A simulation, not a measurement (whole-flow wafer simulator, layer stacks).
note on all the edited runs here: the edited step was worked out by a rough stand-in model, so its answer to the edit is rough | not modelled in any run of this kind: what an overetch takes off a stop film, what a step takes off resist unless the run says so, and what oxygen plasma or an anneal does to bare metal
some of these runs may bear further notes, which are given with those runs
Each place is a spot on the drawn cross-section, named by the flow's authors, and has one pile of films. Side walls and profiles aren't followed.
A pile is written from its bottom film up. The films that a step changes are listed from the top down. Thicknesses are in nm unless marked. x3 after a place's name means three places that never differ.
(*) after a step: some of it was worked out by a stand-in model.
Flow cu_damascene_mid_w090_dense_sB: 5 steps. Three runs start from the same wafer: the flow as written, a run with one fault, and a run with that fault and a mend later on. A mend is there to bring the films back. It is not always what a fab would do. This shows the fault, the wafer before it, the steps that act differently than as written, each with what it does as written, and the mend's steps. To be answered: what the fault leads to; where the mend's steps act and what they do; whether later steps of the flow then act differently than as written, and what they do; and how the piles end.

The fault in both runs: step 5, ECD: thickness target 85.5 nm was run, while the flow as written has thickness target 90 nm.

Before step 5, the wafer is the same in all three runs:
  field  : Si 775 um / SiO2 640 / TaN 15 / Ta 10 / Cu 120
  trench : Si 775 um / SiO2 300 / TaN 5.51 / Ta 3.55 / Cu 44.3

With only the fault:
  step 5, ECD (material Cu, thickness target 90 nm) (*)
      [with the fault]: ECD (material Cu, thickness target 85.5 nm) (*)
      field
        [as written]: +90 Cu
        [with the fault]: +85.5 Cu
  Later steps of the flow that are run all act as written at every place that is followed.
  The piles end different from the flow's at field by more than 2% or 0.5 nm, whichever is larger.
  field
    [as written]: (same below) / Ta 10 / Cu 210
    [with the fault]: (same below) / Ta 10 / Cu 205.5

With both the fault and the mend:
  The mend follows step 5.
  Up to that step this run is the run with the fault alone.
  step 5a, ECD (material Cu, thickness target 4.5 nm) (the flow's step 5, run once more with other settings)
      field, trench
        +4.5 Cu
  Later steps of the flow that are run all act as written at every place that is followed.
  The piles end the same as the flow's at every place that both follow.
